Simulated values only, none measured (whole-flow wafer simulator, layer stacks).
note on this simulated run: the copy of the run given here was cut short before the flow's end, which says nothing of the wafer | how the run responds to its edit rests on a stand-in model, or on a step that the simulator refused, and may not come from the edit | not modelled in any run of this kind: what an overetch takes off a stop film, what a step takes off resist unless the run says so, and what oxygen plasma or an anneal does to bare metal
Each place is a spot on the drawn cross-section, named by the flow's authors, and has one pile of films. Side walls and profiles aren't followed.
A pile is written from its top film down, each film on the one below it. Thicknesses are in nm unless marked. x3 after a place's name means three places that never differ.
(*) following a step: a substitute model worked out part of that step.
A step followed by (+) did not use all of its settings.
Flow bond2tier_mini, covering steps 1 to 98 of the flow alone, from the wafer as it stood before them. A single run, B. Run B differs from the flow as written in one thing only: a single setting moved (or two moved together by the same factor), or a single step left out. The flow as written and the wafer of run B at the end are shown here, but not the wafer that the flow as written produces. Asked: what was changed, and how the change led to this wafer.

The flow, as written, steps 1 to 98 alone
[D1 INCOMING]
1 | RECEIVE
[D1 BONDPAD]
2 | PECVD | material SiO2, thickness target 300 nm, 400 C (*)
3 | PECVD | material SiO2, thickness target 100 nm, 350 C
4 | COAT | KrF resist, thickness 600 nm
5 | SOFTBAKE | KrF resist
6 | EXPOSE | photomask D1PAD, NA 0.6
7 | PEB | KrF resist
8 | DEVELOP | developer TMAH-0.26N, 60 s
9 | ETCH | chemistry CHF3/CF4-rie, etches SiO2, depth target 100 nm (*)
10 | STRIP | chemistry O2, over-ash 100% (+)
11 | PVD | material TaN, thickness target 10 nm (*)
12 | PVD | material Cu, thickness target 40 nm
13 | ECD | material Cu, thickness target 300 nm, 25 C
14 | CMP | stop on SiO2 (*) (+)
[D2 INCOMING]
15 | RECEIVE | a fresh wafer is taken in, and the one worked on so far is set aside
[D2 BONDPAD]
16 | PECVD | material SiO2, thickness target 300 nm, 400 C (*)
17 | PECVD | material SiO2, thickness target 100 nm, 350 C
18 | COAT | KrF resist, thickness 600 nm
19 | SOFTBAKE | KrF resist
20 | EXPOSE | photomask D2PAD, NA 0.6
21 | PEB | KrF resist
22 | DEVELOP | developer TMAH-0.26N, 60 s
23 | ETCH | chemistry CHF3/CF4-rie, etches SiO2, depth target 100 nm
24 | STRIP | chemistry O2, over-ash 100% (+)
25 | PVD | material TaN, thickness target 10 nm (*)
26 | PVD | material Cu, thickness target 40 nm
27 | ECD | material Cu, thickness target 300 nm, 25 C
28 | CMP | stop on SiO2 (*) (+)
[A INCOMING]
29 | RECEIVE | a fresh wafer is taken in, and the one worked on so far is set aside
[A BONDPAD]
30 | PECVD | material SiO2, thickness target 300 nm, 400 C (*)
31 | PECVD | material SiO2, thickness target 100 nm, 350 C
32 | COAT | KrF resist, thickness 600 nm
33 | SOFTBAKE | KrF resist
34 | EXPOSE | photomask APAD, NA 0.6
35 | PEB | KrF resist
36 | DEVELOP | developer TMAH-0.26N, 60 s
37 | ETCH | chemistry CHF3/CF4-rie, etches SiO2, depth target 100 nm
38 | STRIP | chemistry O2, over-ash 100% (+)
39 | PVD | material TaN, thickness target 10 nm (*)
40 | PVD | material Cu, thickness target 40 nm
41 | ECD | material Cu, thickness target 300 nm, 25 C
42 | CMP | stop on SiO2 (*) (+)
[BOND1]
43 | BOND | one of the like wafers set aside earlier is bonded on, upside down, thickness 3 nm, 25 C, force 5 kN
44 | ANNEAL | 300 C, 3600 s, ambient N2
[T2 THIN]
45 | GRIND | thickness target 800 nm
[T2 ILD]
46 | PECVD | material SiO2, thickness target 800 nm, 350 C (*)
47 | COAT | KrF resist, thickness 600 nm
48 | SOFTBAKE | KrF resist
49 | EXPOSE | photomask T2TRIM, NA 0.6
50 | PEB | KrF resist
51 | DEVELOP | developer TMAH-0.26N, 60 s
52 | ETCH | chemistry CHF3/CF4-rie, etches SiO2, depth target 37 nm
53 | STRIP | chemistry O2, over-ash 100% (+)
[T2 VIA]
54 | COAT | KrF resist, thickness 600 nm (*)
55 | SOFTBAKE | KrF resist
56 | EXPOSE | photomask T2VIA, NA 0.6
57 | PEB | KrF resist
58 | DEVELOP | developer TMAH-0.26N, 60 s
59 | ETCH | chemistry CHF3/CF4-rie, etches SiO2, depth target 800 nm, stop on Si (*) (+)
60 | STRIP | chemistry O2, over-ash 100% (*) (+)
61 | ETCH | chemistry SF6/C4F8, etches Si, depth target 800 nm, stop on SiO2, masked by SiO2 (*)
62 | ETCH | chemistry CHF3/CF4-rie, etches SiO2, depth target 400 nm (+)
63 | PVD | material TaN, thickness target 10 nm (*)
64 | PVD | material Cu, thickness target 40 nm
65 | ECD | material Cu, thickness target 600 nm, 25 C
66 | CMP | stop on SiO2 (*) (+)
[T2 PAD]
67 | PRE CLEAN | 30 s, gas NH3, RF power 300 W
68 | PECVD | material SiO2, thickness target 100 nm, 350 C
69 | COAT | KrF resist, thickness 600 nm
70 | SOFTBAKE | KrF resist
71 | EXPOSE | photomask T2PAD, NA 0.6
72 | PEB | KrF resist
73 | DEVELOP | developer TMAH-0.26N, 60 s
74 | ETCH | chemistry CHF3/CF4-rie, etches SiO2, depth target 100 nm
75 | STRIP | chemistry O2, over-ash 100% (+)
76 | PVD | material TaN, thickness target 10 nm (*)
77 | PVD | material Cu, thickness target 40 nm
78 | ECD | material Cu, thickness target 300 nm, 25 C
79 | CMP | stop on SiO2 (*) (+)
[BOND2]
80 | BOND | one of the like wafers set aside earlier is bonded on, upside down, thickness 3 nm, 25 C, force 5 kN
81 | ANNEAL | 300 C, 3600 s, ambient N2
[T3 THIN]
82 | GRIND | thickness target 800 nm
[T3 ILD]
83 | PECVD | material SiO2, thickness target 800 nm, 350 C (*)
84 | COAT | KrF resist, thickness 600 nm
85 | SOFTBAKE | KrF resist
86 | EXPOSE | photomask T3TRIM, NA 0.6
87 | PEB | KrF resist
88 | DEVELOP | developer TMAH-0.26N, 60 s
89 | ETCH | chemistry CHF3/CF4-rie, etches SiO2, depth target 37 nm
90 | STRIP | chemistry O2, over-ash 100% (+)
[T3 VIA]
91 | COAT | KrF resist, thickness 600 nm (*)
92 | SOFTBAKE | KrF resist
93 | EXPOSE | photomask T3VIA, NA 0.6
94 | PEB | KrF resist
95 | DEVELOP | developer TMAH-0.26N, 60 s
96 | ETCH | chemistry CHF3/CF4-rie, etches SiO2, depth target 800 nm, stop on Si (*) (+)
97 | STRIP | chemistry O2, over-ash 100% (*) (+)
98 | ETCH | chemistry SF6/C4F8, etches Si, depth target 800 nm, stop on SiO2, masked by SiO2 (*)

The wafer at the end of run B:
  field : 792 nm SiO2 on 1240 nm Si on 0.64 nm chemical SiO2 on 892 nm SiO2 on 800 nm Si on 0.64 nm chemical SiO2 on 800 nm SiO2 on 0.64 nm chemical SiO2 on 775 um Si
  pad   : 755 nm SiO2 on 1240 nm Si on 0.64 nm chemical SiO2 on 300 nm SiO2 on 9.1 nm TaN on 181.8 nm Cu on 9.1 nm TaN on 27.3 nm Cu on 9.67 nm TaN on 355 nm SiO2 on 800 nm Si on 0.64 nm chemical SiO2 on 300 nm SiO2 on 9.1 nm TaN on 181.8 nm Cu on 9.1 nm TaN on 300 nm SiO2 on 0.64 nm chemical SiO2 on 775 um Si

Cause: step 82, GRIND: thickness target 1240 nm was run, though the flow has thickness target 800 nm.
The wafer lets one read it off: field has Si 1240, and step 82 as written asks for 800 nm.

Step by step, how the change led to this:
  82 | GRIND | thickness target 800 nm
      field, pad: Si loses 773.76 um (as written it would have been: Si loses 774.2 um)
